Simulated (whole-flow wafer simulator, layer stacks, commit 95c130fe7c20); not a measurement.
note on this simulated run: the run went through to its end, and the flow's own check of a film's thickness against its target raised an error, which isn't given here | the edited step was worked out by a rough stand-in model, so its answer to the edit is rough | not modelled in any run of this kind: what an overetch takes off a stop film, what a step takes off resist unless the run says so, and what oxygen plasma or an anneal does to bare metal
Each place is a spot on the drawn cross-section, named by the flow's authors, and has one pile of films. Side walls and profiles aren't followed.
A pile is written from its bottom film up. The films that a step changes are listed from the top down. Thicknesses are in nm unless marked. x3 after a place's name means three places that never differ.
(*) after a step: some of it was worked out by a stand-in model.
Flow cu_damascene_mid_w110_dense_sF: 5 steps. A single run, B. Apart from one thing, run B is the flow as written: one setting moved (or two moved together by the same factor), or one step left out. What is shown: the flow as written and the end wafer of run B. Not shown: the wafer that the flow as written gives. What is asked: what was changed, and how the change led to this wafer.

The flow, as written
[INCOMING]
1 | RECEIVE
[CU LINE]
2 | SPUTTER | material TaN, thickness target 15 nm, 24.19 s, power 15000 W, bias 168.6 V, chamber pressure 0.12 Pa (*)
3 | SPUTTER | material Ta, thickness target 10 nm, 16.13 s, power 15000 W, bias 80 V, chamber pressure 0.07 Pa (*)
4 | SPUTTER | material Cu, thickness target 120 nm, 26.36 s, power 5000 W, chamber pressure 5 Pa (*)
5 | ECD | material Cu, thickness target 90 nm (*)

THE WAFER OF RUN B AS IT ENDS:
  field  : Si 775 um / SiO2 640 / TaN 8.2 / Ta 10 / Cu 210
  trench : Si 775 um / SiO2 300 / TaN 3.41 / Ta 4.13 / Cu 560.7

What caused this: step 2, SPUTTER: thickness target 8.2 nm was run, whereas the flow has thickness target 15 nm; step 2, SPUTTER: 13.3 s was run, where the flow has 24.19 s.
One can read it off the wafer: field has TaN 8.2, and step 2 as written asks for 15 nm.

Step by step, how the change led to this:
  2 | SPUTTER | material TaN, thickness target 15 nm, 24.19 s, power 15000 W, bias 168.6 V, chamber pressure 0.12 Pa (*)
      field: +8.2 TaN (new film) (as written it would have been: +15 TaN (new film))
      trench: +3.41 TaN (new film) (as written it would have been: +6.23 TaN (new film))
  4 | SPUTTER | material Cu, thickness target 120 nm, 26.36 s, power 5000 W, chamber pressure 5 Pa (*)
      trench: +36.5 Cu (new film) (as written it would have been: +35.7 Cu (new film))
